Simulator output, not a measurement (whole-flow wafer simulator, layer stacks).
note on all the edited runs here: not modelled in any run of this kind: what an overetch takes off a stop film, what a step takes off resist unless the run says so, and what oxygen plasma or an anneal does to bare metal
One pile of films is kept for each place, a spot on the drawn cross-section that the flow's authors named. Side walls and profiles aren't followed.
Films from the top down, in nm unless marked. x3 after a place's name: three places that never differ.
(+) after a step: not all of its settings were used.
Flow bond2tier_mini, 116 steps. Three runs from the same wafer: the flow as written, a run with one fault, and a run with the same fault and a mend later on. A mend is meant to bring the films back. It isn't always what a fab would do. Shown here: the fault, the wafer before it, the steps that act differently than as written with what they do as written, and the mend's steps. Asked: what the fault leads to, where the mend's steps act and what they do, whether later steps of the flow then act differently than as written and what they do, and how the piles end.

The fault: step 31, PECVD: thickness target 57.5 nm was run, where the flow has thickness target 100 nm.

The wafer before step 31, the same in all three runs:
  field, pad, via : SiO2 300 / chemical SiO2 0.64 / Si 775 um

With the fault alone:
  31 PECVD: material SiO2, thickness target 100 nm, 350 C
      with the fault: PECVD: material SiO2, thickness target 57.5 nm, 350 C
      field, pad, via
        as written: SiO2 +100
        with the fault: SiO2 +57.5
  No later step of the flow acts differently than as written at any place that is followed.
  At the end the piles differ from the flow's by more than 2% or 0.5 nm, whichever is larger, at field, pad.
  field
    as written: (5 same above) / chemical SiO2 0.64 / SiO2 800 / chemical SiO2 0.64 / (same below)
    with the fault: (5 same above) / chemical SiO2 0.64 / SiO2 757.5 / chemical SiO2 0.64 / (same below)
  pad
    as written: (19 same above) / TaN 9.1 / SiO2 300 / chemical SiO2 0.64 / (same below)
    with the fault: (19 same above) / TaN 9.1 / SiO2 257.5 / chemical SiO2 0.64 / (same below)

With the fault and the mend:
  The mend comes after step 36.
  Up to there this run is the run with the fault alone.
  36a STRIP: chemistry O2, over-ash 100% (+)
      field
        KrF resist -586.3 (all of it)
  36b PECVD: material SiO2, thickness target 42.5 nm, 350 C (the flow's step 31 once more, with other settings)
      field, pad, via
        SiO2 +42.5
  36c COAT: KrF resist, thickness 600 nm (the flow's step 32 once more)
      field, pad, via
        KrF resist +600 (new film)
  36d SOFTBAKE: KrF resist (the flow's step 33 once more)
      changes no film at any place that is followed
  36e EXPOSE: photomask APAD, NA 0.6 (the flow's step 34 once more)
      changes no film at any place that is followed
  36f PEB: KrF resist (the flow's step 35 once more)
      changes no film at any place that is followed
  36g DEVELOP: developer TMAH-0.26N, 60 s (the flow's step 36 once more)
      pad, via
        KrF resist -600 (all of it)
      field
        KrF resist -13.7
  No later step of the flow acts differently than as written at any place that is followed.
  At the end the piles are the same as the flow's at every place that both follow.
